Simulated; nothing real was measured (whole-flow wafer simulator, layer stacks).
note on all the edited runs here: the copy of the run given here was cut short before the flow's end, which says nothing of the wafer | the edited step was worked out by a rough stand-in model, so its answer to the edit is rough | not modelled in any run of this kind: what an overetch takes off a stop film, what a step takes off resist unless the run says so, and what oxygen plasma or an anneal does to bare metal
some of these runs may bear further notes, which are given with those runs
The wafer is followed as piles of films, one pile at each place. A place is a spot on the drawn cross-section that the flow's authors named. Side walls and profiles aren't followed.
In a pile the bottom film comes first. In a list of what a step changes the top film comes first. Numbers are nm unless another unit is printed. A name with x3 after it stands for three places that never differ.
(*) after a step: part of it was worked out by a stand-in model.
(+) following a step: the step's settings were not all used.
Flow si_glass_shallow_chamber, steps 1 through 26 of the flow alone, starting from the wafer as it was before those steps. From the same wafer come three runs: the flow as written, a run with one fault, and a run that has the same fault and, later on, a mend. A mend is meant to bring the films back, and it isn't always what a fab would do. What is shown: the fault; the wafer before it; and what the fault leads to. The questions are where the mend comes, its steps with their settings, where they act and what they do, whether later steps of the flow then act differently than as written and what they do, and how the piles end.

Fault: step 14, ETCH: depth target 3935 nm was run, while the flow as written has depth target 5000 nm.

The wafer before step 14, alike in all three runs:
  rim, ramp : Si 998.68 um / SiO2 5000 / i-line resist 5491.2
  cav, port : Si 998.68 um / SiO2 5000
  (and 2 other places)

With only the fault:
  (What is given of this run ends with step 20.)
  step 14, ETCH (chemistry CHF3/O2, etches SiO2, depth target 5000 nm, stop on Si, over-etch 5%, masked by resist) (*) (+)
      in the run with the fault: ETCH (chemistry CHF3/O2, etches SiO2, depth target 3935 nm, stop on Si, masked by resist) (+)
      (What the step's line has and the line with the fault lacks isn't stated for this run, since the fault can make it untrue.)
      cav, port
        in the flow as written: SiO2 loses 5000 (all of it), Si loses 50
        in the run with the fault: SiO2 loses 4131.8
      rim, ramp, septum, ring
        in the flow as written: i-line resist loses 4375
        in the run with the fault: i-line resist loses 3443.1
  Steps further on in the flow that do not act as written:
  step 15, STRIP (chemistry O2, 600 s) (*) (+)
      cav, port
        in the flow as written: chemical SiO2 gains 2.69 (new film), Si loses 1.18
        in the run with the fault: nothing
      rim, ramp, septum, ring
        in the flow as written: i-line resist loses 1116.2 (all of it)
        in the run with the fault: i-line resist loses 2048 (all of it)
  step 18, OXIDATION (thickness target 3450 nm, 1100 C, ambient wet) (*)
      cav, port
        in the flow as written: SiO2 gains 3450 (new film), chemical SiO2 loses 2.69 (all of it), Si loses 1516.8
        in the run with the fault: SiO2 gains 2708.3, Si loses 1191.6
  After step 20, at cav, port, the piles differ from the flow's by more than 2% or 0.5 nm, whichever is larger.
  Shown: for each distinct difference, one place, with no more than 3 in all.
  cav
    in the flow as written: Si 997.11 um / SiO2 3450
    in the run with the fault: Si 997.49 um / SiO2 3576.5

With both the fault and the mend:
  The mend stands after step 17.
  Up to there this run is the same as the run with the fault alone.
  step 17a, DEHYDRATE (150 C, 120 s) (the flow's step 8 again)
      leaves every film unchanged at each place that is followed
  step 17b, HMDS (90 s) (the flow's step 9 again)
      leaves every film unchanged at each place that is followed
  step 17c, COAT (i-line resist, thickness 5500 nm) (*) (the flow's step 10 again)
      rim
        i-line resist gains 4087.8 (new film)
      ramp
        i-line resist gains 3494 (new film)
      cav
        i-line resist gains 6170.2 (new film)
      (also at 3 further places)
  step 17d, SOFTBAKE (the flow's step 11 again)
      rim
        i-line resist loses 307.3
      ramp
        i-line resist loses 245.6
      cav
        i-line resist gains 182.3
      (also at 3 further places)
  step 17e, EXPOSE (photomask CAVITY, dose 550 mJ/cm2, wavelength 365 nm) (*) (the flow's step 12 again)
      leaves every film unchanged at each place that is followed
  step 17f, DEVELOP (thickness 5500 nm, developer TMAH-0.26N, 120 s) (the flow's step 13 again)
      rim, ramp, septum, ring
        i-line resist loses 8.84
      cav
        i-line resist loses 6352.5 (all of it)
      port
        i-line resist loses 5793.5 (all of it)
  step 17g, ETCH (chemistry CHF3/O2, etches SiO2, stop on Si, over-etch 5%, masked by resist) (*) (the flow's step 14 again, with other settings)
      rim, ramp, septum, ring
        i-line resist loses 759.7
      cav, port
        SiO2 loses 868.2 (all of it), Si loses 50
  step 17h, STRIP (chemistry O2) (*) (+) (the flow's step 15 again, with other settings)
      cav, port
        chemical SiO2 gains 2.69 (new film), Si loses 1.18
      rim
        i-line resist loses 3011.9 (all of it)
      ramp
        i-line resist loses 2479.9 (all of it)
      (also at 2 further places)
  step 17i, CLEAN (chemistry SC1/SC2) (*) (the flow's step 16 again)
      leaves every film unchanged at each place that is followed
  None of the later steps of the flow acts differently than as written at any place that is followed.
  At every place that both follow, the piles at the end match the flow's.
